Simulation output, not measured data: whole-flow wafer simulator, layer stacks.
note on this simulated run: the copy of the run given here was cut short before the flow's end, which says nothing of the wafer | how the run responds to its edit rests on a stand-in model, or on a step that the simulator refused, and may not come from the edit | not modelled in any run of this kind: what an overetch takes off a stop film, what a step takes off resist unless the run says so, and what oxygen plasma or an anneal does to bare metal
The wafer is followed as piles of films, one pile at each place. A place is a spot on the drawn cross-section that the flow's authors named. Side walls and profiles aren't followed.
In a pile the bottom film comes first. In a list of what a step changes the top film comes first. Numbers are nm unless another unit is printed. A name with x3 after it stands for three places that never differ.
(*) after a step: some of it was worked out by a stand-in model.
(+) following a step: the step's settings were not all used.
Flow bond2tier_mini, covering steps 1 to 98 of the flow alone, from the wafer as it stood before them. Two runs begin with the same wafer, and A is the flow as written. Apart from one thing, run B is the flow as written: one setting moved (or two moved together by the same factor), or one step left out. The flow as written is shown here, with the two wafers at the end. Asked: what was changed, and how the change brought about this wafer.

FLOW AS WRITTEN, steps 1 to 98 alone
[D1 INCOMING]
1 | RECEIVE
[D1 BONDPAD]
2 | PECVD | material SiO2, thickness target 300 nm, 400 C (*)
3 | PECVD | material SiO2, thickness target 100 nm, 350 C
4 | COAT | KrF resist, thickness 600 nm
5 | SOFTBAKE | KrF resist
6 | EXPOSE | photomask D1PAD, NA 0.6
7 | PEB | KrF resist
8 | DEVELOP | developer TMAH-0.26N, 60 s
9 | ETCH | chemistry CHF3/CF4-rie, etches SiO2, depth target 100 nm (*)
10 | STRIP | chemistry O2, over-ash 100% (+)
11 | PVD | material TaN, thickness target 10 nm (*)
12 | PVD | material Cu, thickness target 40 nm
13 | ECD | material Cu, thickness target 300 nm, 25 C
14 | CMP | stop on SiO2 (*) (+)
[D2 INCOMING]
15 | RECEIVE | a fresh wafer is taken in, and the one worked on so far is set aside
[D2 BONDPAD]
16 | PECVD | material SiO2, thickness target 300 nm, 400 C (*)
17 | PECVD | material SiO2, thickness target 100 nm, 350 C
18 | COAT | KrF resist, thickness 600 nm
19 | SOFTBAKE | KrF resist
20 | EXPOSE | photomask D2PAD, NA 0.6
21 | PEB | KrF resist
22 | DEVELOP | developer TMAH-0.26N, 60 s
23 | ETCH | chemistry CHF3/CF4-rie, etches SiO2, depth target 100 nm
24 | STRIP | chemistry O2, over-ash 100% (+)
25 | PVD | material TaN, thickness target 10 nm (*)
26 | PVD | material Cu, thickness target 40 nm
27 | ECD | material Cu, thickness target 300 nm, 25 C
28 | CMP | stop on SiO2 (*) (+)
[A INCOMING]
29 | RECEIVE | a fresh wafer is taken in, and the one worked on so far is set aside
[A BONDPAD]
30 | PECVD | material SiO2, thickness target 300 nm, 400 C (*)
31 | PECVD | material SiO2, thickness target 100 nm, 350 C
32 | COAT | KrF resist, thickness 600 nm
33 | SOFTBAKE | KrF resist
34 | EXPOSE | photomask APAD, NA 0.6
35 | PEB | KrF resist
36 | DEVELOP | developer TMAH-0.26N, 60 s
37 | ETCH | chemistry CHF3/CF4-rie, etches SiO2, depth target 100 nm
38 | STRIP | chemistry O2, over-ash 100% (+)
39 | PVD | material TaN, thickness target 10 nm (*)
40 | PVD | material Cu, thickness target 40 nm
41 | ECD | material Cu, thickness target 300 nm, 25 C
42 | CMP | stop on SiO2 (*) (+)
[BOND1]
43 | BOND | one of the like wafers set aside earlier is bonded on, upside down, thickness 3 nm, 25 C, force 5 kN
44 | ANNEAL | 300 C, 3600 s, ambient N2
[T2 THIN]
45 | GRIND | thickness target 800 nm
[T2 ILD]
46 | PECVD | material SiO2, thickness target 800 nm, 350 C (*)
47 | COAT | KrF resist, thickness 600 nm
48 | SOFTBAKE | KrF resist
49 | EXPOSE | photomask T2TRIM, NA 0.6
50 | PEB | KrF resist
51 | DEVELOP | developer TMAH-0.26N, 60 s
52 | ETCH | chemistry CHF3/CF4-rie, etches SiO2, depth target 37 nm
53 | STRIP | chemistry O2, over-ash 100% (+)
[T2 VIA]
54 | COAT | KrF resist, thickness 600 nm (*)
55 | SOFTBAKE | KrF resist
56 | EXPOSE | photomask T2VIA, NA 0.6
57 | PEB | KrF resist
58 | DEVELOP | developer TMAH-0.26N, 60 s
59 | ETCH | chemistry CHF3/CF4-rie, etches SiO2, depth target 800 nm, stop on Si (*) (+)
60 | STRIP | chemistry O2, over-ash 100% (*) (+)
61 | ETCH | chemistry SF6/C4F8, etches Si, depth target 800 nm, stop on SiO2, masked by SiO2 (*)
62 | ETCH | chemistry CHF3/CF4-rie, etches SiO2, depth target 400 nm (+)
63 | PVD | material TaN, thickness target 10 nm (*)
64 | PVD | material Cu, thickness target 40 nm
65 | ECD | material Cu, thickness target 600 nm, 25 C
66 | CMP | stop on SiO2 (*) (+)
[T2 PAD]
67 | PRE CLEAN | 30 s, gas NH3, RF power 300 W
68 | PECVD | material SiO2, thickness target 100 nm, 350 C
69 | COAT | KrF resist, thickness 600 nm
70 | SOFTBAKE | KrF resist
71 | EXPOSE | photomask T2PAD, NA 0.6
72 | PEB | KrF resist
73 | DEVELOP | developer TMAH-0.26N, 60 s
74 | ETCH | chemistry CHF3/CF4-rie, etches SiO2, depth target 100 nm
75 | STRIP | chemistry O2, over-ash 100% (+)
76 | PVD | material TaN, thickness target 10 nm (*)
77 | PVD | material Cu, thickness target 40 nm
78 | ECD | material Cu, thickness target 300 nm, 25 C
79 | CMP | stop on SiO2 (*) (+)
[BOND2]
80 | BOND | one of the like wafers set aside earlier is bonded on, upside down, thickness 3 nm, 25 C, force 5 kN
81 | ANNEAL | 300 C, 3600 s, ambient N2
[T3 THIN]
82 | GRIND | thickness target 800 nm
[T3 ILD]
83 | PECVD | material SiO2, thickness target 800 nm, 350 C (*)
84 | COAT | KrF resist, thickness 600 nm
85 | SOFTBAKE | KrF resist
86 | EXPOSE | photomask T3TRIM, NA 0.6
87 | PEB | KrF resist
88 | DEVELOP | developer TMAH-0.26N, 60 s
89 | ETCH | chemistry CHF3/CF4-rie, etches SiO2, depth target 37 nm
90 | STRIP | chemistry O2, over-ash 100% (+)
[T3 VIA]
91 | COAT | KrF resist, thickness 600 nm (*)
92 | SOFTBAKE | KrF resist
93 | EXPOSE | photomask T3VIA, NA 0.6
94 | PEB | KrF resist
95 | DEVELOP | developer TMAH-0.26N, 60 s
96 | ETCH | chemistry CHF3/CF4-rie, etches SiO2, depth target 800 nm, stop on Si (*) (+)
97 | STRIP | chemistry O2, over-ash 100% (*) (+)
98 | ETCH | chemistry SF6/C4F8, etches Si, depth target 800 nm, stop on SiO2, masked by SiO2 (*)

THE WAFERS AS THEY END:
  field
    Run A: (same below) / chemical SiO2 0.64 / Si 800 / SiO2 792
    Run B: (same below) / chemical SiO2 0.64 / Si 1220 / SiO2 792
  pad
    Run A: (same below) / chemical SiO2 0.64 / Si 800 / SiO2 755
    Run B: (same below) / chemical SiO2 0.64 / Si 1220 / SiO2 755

What caused this: step 82, GRIND: thickness target 1220 nm was run, whereas the flow has thickness target 800 nm.
One can read it off the wafer: field has Si 1220, and step 82 as written asks for 800 nm.

How this came from the change, step by step:
  82 | GRIND | thickness target 800 nm
      field, pad: A -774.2 um Si | B -773.78 um Si
